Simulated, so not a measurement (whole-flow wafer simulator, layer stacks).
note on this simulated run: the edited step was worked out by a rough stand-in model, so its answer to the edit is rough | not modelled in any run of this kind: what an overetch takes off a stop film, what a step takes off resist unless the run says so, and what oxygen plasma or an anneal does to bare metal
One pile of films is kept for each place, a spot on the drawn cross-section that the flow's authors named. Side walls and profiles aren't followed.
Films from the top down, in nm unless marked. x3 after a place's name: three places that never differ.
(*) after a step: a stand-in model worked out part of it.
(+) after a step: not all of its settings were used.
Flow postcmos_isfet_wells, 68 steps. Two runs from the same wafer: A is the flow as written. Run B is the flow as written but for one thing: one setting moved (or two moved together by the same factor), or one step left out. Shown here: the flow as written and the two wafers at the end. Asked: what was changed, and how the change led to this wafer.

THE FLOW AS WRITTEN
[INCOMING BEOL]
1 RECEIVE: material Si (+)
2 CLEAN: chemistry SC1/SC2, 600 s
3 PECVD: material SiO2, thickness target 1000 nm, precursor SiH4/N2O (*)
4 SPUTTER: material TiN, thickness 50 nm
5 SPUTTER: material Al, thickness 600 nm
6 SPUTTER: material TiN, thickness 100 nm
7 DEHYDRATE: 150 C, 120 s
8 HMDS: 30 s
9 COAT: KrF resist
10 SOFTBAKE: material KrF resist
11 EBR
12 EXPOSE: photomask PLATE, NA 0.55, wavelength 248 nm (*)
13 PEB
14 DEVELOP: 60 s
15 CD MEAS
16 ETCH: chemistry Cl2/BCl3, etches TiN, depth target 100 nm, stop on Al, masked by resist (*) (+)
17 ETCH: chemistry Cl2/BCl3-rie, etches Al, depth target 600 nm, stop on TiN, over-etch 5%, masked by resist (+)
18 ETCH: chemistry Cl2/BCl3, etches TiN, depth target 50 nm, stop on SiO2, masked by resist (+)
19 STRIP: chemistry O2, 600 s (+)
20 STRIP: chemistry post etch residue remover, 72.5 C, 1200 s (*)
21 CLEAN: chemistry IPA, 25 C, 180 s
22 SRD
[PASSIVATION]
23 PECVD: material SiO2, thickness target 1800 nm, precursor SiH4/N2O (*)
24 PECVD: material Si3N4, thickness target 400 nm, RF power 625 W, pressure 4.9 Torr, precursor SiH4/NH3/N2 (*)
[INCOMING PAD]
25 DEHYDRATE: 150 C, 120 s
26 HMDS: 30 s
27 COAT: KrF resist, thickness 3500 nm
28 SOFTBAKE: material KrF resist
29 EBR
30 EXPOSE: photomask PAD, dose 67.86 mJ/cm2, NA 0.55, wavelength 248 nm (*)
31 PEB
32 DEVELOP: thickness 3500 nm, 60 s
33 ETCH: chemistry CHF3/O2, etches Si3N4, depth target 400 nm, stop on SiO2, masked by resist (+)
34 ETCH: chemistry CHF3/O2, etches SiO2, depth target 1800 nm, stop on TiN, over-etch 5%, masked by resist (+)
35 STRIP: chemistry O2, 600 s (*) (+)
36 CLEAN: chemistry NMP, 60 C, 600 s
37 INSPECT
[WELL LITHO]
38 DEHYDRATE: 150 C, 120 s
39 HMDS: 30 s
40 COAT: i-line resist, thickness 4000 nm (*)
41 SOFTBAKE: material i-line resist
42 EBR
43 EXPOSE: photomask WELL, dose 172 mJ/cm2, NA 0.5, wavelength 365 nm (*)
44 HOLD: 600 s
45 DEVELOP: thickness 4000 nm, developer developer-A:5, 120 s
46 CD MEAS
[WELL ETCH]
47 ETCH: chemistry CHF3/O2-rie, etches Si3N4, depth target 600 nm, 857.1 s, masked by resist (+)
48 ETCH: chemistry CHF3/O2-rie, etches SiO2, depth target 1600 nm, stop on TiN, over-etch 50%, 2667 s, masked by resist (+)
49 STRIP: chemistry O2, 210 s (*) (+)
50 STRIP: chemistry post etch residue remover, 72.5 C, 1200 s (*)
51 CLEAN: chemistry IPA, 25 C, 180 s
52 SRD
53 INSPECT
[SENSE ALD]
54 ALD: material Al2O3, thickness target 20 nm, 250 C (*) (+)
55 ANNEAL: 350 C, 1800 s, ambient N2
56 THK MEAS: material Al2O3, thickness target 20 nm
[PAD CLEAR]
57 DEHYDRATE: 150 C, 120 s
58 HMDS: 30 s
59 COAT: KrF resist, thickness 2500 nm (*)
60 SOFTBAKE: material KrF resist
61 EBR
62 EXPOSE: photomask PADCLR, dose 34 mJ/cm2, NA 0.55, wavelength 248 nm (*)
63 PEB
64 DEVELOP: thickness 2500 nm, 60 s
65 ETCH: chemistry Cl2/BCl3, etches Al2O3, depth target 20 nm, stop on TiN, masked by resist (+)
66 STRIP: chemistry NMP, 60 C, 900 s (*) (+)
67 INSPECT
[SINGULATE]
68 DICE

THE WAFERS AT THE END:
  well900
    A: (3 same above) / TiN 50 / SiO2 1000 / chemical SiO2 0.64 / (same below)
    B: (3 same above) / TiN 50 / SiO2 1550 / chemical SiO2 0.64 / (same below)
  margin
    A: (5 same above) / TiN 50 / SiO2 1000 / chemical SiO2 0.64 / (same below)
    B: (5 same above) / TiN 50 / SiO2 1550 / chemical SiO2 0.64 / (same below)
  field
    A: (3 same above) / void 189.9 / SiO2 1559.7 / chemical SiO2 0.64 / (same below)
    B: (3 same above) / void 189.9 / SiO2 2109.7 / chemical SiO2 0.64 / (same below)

The cause: step 3, PECVD: thickness target 1550 nm was run, where the flow has thickness target 1000 nm.
It can be read off the wafer: well900 has SiO2 1550, and step 3 as written asks for 1000 nm.

How the change led to this, step by step:
  3 PECVD: material SiO2, thickness target 1000 nm, precursor SiH4/N2O (*)
      field, margin, well900, well1300 x3, pad_rim, pad_clr, pad_open: A SiO2 +1000 (new film) | B SiO2 +1550 (new film)
